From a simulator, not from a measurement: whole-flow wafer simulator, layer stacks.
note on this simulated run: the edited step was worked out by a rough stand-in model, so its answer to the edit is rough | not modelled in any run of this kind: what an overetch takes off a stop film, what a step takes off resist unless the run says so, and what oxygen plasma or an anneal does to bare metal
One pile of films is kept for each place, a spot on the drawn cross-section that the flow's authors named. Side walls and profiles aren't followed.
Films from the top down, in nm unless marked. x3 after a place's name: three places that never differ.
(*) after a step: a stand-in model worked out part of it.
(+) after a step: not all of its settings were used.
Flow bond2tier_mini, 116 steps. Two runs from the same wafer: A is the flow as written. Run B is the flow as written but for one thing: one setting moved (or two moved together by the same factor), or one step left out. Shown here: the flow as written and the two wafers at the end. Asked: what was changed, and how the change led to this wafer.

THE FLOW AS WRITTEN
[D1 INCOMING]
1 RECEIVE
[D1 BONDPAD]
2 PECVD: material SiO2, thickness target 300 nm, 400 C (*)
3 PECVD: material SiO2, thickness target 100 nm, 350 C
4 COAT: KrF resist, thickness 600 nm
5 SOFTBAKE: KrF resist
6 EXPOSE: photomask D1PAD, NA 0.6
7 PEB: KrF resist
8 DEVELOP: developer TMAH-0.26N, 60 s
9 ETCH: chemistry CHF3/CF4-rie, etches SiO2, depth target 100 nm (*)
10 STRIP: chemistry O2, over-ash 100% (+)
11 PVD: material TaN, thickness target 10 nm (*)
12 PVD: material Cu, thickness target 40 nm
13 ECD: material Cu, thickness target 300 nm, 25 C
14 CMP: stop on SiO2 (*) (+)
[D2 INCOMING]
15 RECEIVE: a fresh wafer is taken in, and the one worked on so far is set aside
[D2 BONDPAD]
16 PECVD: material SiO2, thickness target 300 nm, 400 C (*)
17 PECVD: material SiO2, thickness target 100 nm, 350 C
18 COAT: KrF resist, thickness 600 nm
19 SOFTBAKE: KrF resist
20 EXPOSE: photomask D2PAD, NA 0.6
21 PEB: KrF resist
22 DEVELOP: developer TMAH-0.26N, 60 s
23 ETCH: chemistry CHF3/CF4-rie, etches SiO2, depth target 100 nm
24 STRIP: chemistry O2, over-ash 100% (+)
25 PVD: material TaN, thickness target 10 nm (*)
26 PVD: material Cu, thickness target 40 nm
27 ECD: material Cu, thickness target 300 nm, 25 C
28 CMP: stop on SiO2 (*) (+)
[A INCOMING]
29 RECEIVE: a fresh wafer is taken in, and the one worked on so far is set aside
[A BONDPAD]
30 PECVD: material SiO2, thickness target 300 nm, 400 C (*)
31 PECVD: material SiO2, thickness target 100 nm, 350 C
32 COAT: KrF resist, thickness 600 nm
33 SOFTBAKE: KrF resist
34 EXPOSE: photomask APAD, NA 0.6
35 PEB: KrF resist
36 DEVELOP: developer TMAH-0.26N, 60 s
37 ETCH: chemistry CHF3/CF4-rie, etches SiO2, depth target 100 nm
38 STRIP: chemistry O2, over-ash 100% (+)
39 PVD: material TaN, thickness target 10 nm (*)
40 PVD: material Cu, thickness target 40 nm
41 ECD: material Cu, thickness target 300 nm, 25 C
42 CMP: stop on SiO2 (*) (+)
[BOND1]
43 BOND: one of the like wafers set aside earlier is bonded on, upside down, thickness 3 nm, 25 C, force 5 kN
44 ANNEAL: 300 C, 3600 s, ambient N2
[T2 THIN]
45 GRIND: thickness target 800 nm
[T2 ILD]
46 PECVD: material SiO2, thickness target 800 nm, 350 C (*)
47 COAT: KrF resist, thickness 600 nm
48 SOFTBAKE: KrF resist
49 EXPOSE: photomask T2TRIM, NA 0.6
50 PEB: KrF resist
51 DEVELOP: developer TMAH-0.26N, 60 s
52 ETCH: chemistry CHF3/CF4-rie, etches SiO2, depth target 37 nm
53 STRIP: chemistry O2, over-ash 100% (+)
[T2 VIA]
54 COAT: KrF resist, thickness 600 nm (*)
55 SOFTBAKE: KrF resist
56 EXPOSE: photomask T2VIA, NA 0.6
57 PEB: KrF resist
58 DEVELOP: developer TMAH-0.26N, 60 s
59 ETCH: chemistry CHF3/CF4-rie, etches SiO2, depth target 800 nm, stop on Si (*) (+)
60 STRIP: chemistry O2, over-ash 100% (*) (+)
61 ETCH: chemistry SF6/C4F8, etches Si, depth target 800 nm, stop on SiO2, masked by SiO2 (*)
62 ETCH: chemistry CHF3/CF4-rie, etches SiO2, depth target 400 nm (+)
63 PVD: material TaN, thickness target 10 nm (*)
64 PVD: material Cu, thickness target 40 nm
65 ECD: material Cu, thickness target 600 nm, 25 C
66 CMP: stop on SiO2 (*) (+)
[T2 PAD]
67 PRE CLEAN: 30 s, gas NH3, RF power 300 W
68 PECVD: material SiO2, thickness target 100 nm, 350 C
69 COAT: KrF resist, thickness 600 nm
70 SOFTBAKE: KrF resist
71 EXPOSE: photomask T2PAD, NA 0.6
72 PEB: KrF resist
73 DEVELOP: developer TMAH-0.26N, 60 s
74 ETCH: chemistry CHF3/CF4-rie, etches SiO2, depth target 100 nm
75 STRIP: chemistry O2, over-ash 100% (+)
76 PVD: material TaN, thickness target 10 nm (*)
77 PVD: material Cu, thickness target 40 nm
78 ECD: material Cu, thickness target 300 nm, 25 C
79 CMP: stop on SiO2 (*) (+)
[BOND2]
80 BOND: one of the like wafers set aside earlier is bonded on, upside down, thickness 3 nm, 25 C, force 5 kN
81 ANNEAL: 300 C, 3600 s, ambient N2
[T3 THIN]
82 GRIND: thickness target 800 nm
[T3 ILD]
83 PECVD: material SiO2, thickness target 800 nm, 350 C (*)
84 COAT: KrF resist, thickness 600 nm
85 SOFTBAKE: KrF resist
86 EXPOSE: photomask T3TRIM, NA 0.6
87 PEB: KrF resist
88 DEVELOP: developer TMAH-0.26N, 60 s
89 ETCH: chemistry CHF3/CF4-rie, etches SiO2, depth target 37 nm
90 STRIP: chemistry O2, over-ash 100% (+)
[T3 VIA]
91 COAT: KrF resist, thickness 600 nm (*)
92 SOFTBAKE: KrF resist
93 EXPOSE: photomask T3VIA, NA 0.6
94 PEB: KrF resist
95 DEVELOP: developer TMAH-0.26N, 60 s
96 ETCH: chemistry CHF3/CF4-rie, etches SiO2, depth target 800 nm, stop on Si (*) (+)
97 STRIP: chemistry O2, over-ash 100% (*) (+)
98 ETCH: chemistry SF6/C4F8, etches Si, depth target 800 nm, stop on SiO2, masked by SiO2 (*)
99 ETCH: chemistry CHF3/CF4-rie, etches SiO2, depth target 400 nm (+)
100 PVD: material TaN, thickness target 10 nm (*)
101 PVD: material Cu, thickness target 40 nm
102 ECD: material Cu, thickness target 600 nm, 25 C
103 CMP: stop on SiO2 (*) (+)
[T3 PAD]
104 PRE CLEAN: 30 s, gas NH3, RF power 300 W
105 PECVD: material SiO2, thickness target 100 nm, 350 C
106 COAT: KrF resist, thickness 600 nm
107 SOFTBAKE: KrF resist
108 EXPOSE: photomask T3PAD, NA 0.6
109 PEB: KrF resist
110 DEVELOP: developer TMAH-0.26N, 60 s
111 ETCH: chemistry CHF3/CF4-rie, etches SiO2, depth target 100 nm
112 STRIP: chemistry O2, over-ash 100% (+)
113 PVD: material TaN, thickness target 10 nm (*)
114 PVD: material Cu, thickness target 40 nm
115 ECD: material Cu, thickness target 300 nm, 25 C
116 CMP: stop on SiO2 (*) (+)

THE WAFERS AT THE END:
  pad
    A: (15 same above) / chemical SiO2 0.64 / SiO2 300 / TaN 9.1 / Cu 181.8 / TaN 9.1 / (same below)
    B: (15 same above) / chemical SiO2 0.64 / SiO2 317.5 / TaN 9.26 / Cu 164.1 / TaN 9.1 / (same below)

The cause: step 9, ETCH: depth target 82.5 nm was run, where the flow has depth target 100 nm.

How the change led to this, step by step:
  9 ETCH: chemistry CHF3/CF4-rie, etches SiO2, depth target 100 nm (*)
      pad, via: A SiO2 -100 | B SiO2 -82.5
      field: A KrF resist -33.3 | B KrF resist -27.5
  13 ECD: material Cu, thickness target 300 nm, 25 C
      pad: A Cu +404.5 | B Cu +386.2
      via: A Cu +400.2 | B Cu +382.6
  43 BOND: one of the like wafers set aside earlier is bonded on, upside down, thickness 3 nm, 25 C, force 5 kN
      pad: A Si +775 um (new film), chemical SiO2 +0.64 (new film), SiO2 +300 (new film), TaN +9.1 (new film), Cu +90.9 | B Si +775 um (new film), chemical SiO2 +0.64 (new film), SiO2 +317.5 (new film), TaN +9.26 (new film), Cu +73.2
      via: A Si +775 um (new film), chemical SiO2 +0.64 (new film), SiO2 +300 (new film), TaN +9.97 (new film), Cu +90 | B Si +775 um (new film), chemical SiO2 +0.64 (new film), SiO2 +317.5 (new film), TaN +9.98 (new film), Cu +72.5
